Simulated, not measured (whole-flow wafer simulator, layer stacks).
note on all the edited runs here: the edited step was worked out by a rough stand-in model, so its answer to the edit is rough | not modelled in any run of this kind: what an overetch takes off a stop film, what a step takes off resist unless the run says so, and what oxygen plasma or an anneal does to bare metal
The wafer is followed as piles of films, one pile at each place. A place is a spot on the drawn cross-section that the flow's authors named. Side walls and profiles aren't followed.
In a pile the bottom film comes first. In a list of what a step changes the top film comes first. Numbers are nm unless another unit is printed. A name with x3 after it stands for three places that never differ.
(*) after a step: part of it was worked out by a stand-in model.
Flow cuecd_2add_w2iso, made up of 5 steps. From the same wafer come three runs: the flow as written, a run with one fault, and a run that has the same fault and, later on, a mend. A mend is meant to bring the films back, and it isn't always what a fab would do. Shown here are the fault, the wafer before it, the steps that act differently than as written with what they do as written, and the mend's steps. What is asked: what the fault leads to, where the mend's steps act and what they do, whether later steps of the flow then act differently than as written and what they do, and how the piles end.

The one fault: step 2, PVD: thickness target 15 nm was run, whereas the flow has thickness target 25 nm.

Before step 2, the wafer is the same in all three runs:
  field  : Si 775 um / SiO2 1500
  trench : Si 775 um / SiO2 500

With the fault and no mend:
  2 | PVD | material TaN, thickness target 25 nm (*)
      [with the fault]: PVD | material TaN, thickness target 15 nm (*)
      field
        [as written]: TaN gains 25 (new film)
        [with the fault]: TaN gains 15 (new film)
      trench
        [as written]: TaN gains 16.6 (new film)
        [with the fault]: TaN gains 9.96 (new film)
  None of the later steps of the flow differs from how it acts as written, at any place that is followed, by more than 2% or 0.5 nm, whichever is larger.
  The piles end different from the flow's at field, trench by more than 2% or 0.5 nm, whichever is larger.
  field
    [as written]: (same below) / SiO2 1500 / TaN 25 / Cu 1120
    [with the fault]: (same below) / SiO2 1500 / TaN 15 / Cu 1120
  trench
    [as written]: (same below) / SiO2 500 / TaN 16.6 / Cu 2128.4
    [with the fault]: (same below) / SiO2 500 / TaN 9.96 / Cu 2125

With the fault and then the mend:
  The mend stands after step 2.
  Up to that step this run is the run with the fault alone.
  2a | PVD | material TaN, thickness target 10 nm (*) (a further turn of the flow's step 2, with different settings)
      field
        TaN gains 10
      trench
        TaN gains 6.61
  None of the later steps of the flow acts differently than as written at any place that is followed.
  The piles end the same as the flow's at every place that both follow.
